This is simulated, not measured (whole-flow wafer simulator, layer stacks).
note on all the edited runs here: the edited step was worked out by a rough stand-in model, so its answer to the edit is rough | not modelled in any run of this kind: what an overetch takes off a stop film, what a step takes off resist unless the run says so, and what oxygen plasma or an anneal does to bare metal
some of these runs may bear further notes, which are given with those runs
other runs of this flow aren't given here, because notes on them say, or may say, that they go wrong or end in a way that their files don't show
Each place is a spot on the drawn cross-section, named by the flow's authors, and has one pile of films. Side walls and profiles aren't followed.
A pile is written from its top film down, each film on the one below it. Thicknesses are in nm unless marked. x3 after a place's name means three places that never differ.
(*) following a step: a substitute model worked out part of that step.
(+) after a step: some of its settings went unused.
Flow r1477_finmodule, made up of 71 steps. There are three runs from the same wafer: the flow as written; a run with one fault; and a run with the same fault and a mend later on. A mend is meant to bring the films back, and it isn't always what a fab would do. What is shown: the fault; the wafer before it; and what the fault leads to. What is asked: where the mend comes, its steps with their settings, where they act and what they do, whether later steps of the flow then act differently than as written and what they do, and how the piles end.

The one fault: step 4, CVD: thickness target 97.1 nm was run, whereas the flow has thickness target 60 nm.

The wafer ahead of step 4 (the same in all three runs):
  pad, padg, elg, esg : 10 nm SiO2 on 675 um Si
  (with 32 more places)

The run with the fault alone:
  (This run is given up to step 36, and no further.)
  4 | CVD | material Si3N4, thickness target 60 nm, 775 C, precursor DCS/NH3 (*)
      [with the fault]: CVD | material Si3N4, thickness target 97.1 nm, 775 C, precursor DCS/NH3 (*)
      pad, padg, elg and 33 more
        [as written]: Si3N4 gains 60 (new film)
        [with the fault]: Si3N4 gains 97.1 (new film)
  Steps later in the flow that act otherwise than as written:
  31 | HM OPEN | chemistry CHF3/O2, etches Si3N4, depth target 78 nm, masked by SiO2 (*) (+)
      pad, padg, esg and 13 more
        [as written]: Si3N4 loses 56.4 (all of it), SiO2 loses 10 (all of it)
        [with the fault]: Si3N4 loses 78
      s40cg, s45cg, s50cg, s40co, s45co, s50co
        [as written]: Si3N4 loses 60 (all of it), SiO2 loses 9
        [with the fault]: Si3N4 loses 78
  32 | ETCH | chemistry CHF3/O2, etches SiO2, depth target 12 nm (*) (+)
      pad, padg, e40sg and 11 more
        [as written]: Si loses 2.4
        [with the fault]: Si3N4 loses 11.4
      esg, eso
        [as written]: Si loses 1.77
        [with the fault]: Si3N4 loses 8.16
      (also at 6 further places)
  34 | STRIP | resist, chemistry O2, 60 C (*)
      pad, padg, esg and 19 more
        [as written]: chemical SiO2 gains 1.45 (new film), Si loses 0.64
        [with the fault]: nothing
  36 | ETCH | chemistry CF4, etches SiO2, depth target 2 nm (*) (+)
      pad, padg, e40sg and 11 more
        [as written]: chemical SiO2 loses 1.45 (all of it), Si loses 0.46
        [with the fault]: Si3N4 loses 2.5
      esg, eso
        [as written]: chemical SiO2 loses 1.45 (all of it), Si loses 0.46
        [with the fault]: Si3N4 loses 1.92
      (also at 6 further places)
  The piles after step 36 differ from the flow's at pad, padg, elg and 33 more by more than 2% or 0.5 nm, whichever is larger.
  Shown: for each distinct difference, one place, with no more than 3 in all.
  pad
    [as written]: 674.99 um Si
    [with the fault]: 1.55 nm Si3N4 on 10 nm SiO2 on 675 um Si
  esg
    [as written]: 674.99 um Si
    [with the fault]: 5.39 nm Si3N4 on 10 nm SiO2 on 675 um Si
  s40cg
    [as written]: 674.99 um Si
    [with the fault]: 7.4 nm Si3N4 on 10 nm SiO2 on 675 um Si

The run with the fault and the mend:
  The mend stands after step 5.
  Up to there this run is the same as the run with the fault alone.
  5a | ETCH | chemistry h3po4, depth target 111.7 nm
      pad, padg, elg and 33 more
        Si3N4 loses 97.1 (all of it)
  5b | CLEAN | chemistry SC1/SC2 (the flow's step 2, run once more)
      alters no film at any place that is followed
  5c | CVD | material Si3N4, thickness target 60 nm, 775 C, precursor DCS/NH3 (*) (the flow's step 4, run once more)
      pad, padg, elg and 33 more
        Si3N4 gains 60 (new film)
  None of the later steps of the flow acts differently than as written at any place that is followed.
  By the end, the piles equal the flow's at every place that both follow.
